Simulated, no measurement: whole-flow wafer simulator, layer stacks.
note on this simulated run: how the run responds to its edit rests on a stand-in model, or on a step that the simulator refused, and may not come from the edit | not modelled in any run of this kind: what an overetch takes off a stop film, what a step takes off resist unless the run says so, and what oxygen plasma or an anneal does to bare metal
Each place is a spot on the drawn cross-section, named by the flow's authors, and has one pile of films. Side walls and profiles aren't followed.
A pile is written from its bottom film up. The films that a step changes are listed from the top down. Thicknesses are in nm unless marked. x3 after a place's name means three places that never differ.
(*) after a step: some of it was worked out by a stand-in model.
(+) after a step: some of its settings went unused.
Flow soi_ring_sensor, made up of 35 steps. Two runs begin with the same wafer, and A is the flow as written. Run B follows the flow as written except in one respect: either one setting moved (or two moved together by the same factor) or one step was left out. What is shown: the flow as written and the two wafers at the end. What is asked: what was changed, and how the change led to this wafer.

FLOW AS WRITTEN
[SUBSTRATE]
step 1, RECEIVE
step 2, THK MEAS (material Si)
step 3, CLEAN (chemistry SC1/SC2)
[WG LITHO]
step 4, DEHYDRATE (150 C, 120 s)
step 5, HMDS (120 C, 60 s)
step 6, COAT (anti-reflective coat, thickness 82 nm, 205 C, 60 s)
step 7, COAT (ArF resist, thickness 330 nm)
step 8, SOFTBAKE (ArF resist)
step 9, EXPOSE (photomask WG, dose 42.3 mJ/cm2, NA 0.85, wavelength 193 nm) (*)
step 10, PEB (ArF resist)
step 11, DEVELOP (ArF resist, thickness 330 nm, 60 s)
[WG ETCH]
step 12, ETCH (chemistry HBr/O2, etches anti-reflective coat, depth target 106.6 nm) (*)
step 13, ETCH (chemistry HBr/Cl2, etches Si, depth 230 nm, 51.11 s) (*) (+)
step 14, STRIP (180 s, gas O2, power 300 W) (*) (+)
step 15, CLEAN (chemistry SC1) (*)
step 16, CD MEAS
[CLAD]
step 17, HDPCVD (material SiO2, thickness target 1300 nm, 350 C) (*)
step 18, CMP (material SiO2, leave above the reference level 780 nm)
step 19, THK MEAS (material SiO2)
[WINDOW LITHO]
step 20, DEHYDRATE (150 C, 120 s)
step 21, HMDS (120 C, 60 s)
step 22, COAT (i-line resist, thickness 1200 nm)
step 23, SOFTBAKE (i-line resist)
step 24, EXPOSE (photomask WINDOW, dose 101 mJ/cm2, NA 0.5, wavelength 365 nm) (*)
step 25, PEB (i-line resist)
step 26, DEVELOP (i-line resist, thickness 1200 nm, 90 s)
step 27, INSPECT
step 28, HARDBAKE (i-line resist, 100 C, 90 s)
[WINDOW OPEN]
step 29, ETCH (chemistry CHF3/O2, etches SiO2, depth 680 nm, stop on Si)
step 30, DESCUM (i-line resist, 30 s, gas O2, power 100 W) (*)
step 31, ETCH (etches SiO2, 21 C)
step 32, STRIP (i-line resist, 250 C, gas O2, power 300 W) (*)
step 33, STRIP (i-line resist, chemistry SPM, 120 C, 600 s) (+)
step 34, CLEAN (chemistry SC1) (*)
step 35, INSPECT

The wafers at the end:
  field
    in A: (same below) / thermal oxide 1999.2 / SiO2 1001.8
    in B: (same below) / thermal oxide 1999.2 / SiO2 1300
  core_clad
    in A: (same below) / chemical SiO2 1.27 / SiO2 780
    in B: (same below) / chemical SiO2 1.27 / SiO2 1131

The reason: step 18, CMP: leave above the reference level 1131 nm was run, while the flow as written has leave above the reference level 780 nm.
One can read it off the wafer: core_clad has SiO2 1131, and step 18 as written asks for 780 nm.

Step by step, how the change led to this:
  step 18, CMP (material SiO2, leave above the reference level 780 nm)
      gap, window, field, gap_clad: A SiO2 loses 298.2 | B nothing
      core, core_clad: A SiO2 loses 520 | B SiO2 loses 169
  step 22, COAT (i-line resist, thickness 1200 nm)
      core, core_clad: A i-line resist gains 1200 (new film) | B i-line resist gains 1154 (new film)
  step 23, SOFTBAKE (i-line resist)
      core, core_clad: A nothing | B i-line resist loses 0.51
      gap, gap_clad: A nothing | B i-line resist loses 0.65
  step 25, PEB (i-line resist)
      core, core_clad: A i-line resist loses 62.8 | B i-line resist loses 60.4
  step 26, DEVELOP (i-line resist, thickness 1200 nm, 90 s)
      core: A i-line resist loses 1137.2 (all of it) | B i-line resist loses 1093.1 (all of it)
  step 31, ETCH (etches SiO2, 21 C)
      core: A SiO2 loses 100 (all of it), chemical SiO2 loses 1.27 (all of it) | B SiO2 loses 451 (all of it), chemical SiO2 loses 1.27 (all of it)
  step 32, STRIP (i-line resist, 250 C, gas O2, power 300 W) (*)
      core_clad: A i-line resist loses 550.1 (all of it) | B i-line resist loses 506 (all of it)
